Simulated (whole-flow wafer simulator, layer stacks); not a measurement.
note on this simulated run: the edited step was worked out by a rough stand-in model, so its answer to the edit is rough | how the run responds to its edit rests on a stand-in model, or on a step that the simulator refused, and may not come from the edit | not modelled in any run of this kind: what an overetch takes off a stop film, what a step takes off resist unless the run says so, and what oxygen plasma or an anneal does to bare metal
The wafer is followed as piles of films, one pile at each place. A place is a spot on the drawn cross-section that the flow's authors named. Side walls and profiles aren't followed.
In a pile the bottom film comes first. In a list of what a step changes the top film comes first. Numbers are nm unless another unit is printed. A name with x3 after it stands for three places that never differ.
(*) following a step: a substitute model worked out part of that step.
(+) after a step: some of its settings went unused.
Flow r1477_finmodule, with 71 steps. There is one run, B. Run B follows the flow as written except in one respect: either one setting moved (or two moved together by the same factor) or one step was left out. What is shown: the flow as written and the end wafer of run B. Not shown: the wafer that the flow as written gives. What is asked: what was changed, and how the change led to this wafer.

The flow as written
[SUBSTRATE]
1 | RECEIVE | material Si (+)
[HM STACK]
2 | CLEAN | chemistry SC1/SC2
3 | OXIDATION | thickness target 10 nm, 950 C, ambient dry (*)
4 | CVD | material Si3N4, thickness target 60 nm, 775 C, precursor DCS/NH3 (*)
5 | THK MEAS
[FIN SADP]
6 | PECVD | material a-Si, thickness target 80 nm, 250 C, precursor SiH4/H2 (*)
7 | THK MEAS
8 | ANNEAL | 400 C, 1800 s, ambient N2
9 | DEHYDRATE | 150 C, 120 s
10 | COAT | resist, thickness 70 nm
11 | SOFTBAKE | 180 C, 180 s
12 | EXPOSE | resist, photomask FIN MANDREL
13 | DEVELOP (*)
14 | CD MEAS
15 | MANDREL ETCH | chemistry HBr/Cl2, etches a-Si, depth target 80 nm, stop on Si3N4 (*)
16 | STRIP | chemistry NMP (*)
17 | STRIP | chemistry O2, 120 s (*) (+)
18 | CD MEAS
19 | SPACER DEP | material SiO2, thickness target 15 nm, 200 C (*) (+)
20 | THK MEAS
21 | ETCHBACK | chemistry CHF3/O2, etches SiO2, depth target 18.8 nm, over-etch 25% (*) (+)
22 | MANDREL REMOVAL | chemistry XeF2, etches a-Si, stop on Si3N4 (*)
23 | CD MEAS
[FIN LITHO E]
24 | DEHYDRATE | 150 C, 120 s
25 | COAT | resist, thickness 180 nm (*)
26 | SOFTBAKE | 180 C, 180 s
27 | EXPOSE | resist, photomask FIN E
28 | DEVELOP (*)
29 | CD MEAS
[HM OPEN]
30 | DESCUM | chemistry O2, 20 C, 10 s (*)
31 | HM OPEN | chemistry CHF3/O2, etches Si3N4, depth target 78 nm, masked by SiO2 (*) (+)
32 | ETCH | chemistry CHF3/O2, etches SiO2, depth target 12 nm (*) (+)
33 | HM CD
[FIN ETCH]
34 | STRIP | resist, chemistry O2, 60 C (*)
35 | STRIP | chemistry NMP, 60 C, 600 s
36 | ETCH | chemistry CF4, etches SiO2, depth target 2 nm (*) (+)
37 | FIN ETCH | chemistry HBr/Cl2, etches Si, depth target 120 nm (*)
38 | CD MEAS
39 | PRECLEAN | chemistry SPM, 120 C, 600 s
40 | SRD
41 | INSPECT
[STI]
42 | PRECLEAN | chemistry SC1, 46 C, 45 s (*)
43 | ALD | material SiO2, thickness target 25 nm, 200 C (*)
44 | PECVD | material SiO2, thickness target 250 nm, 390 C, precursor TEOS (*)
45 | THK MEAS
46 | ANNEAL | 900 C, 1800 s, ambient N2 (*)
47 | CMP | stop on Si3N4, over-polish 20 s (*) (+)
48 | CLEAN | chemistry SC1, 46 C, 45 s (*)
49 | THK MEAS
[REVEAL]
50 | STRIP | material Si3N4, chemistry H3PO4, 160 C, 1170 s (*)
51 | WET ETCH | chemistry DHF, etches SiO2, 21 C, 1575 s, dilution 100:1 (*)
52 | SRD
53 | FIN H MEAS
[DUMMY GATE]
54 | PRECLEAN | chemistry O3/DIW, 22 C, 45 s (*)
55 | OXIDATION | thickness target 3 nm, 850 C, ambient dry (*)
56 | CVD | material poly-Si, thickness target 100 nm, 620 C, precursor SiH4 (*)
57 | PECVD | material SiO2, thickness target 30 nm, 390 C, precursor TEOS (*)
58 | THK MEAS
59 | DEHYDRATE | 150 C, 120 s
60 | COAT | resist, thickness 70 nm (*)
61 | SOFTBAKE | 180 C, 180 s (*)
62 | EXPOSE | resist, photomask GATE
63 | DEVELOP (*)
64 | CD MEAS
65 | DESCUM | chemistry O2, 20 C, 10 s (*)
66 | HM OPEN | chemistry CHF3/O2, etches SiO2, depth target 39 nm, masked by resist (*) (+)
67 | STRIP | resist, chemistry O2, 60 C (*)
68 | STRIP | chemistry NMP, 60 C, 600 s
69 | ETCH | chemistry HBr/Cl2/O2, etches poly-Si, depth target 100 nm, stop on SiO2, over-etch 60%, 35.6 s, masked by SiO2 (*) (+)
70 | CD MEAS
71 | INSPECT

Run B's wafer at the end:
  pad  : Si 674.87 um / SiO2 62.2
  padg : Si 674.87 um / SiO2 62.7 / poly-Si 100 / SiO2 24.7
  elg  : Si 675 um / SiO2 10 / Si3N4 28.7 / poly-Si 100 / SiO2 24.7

Cause: step 51, WET ETCH: 2323 s was run, whereas the flow has 1575 s.

How this came from the change, step by step:
  51 | WET ETCH | chemistry DHF, etches SiO2, 21 C, 1575 s, dilution 100:1 (*)
      pad, padg, e40sg and 12 more: -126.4 SiO2 (it would be, as written: -85.7 SiO2)
      elg, e40lg, e100lg, e200lg, elo, e40lo, e100lo, e200lo: -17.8 SiO2 (all of it), -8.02 Si3N4 (it would be, as written: -17.8 SiO2 (all of it), -4.97 Si3N4)
      (as well as at 7 more places)
  56 | CVD | material poly-Si, thickness target 100 nm, 620 C, precursor SiH4 (*)
      s40cg, s40co: +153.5 poly-Si (new film) (it would be, as written: +113.9 poly-Si (new film))
      s45cg, s45co: +153.5 poly-Si (new film) (it would be, as written: +113.4 poly-Si (new film))
      (as well as at 3 more places)
  60 | COAT | resist, thickness 70 nm (*)
      e40lg, e100lg, e200lg, elo, e40lo, e100lo, e200lo: +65 resist (new film) (it would be, as written: +66.9 resist (new film))
      e40sg, eso, e40so: +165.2 resist (new film) (it would be, as written: +129.5 resist (new film))
      (as well as at 16 more places)
  63 | DEVELOP (*)
      elo, e40lo, e100lo, e200lo: -65 resist (all of it) (it would be, as written: -66.9 resist (all of it))
      eso, e40so: -165.2 resist (all of it) (it would be, as written: -129.5 resist (all of it))
      (as well as at 8 more places)
  67 | STRIP | resist, chemistry O2, 60 C (*)
      e40lg, e100lg, e200lg: -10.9 resist (all of it) (it would be, as written: -12.8 resist (all of it))
      e40sg: -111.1 resist (all of it) (it would be, as written: -75.4 resist (all of it))
      (as well as at 10 more places)
  69 | ETCH | chemistry HBr/Cl2/O2, etches poly-Si, depth target 100 nm, stop on SiO2, over-etch 60%, 35.6 s, masked by SiO2 (*) (+)
      s40co: -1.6 chemical SiO2 (all of it), -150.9 poly-Si (all of it), -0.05 SiO2 (it would be, as written: -1.46 chemical SiO2 (all of it), -111.5 poly-Si (all of it), -0.24 SiO2)
      s45co: -1.6 chemical SiO2 (all of it), -150.9 poly-Si (all of it), -0.05 SiO2 (it would be, as written: -1.46 chemical SiO2 (all of it), -110.9 poly-Si (all of it), -0.25 SiO2)
      (as well as at 1 more place)
